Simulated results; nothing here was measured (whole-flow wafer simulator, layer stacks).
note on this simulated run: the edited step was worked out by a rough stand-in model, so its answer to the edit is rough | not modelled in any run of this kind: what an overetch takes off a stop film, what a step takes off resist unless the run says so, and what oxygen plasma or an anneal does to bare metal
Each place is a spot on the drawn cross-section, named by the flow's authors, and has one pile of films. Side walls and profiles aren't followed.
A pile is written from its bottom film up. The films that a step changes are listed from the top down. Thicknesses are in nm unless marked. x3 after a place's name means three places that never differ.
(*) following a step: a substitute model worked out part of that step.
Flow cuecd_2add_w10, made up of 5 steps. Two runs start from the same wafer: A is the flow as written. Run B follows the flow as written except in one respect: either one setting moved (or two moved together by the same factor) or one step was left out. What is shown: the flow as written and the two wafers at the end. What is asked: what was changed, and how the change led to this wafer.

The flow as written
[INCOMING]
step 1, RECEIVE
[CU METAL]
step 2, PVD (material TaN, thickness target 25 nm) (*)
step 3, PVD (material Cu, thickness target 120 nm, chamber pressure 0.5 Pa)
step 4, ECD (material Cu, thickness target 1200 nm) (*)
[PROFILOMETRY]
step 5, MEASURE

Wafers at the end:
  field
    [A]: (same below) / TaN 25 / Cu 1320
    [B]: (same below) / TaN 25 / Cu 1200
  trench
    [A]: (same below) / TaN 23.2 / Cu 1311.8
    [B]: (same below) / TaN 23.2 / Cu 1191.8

The reason: step 4, ECD: thickness target 1080 nm was run, while the flow as written has thickness target 1200 nm.

Step by step, how the change led to this:
  step 4, ECD (material Cu, thickness target 1200 nm) (*)
      field, trench: A +1200 Cu | B +1080 Cu
